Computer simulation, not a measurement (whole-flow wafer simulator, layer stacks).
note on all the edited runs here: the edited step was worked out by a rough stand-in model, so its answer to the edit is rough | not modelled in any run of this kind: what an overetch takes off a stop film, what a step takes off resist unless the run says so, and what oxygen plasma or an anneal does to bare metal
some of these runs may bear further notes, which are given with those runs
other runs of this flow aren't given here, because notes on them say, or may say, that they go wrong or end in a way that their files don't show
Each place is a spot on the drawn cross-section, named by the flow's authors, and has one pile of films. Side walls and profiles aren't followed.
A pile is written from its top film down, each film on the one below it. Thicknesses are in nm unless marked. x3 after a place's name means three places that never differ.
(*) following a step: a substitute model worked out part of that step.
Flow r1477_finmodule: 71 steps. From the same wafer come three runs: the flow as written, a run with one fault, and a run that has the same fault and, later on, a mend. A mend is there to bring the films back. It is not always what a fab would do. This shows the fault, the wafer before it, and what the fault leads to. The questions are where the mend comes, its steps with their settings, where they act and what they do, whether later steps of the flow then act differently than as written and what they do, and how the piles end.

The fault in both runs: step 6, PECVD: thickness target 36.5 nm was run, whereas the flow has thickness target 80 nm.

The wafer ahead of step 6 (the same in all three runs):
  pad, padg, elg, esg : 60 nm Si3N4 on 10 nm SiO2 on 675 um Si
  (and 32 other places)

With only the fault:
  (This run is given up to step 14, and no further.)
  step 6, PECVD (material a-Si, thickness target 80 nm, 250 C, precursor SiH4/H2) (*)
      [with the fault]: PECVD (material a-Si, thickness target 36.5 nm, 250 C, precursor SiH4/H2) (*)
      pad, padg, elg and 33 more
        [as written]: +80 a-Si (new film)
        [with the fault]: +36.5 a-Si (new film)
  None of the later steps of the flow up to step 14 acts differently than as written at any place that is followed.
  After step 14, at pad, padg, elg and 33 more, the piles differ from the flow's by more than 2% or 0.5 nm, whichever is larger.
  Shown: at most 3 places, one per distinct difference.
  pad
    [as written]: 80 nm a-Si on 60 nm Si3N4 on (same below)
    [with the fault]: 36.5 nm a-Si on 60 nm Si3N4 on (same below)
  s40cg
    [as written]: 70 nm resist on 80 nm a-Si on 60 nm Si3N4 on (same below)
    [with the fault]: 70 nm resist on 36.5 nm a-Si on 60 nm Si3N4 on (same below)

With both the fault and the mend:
  After step 7 comes the mend.
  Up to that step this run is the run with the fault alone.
  step 7a, ETCH (chemistry tmah, depth target 41.97 nm)
      pad, padg, elg and 33 more
        -36.5 a-Si (all of it)
  step 7b, PECVD (material a-Si, thickness target 80 nm, 250 C, precursor SiH4/H2) (*) (the flow's step 6 again)
      pad, padg, elg and 33 more
        +80 a-Si (new film)
  None of the later steps of the flow acts differently than as written at any place that is followed.
  At every place that both follow, the piles at the end match the flow's.
